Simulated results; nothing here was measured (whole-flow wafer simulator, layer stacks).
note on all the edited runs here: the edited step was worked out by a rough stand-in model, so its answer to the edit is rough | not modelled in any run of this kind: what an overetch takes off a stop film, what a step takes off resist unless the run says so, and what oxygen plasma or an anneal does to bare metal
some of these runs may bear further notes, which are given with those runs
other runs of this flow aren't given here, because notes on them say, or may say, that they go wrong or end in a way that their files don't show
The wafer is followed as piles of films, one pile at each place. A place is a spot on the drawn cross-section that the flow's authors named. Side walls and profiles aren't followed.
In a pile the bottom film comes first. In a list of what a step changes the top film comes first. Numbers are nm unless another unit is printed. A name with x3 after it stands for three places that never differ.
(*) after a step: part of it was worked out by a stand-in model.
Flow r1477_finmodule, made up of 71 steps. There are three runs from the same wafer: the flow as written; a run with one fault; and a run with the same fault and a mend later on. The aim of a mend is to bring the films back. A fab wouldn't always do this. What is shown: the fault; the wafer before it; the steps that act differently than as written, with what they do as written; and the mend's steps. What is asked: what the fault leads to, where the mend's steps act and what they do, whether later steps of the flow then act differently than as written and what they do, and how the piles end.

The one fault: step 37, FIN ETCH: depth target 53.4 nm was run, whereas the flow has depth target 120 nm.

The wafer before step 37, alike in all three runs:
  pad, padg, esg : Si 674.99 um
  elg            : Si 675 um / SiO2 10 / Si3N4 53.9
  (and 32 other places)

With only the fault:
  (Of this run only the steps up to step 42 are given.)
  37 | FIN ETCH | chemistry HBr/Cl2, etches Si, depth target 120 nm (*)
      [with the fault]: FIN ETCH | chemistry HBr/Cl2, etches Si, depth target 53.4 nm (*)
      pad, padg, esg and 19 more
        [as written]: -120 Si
        [with the fault]: -53.4 Si
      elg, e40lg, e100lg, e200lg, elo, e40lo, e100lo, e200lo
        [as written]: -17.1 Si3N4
        [with the fault]: -7.63 Si3N4
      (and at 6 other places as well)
  Later steps of the flow up to step 42 that are run all act as written at every place that is followed, up to a difference of at most 2% or 0.5 nm, whichever is larger.
  Once step 42 is done, the piles at elg, e40lg, e100lg and 11 more depart from the flow's by more than 2% or 0.5 nm, whichever is larger.
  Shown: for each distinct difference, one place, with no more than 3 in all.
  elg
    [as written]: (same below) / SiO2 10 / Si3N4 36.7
    [with the fault]: (same below) / SiO2 10 / Si3N4 46.2
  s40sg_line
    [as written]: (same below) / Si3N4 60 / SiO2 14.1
    [with the fault]: (same below) / Si3N4 60 / SiO2 19.3

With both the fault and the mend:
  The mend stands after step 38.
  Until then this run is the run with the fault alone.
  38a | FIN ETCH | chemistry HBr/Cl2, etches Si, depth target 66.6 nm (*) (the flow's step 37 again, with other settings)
      pad, padg, esg and 19 more
        -66.6 Si
      elg, e40lg, e100lg, e200lg, elo, e40lo, e100lo, e200lo
        -9.51 Si3N4
      s40sg_line, s45sg_line, s50sg_line, s40so_line, s45so_line, s50so_line
        -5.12 SiO2
  Later steps of the flow that are run all act as written at every place that is followed.
  By the end, the piles equal the flow's at every place that both follow.
